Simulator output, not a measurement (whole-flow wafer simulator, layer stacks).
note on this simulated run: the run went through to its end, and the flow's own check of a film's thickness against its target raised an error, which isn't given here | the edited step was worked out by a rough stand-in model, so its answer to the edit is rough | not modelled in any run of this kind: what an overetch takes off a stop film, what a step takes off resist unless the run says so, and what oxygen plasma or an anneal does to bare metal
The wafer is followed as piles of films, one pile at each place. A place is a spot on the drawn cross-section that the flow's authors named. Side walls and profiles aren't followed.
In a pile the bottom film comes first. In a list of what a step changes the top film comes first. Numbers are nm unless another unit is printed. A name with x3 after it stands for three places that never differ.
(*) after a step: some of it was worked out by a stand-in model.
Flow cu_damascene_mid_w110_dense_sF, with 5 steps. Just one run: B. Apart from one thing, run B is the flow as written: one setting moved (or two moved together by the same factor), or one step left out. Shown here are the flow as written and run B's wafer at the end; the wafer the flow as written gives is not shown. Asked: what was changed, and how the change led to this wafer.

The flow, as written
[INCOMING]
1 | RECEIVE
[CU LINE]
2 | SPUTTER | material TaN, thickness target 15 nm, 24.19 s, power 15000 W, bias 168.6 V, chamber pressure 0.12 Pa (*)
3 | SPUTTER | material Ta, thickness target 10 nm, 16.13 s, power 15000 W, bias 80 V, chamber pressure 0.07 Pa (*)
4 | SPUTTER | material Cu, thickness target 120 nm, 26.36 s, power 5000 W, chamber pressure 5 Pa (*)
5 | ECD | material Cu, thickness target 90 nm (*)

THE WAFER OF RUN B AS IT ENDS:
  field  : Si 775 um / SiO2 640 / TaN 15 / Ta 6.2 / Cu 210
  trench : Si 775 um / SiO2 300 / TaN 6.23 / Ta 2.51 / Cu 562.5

What caused this: step 3, SPUTTER: thickness target 6.2 nm was run, though the flow has thickness target 10 nm; step 3, SPUTTER: 10.08 s was run, where the flow has 16.13 s.
The wafer lets one read it off: field has Ta 6.2, and step 3 as written asks for 10 nm.

Step by step, how the change led to this:
  3 | SPUTTER | material Ta, thickness target 10 nm, 16.13 s, power 15000 W, bias 80 V, chamber pressure 0.07 Pa (*)
      field: +6.2 Ta (new film) (in the flow as written it would be: +10 Ta (new film))
      trench: +2.51 Ta (new film) (in the flow as written it would be: +4.05 Ta (new film))
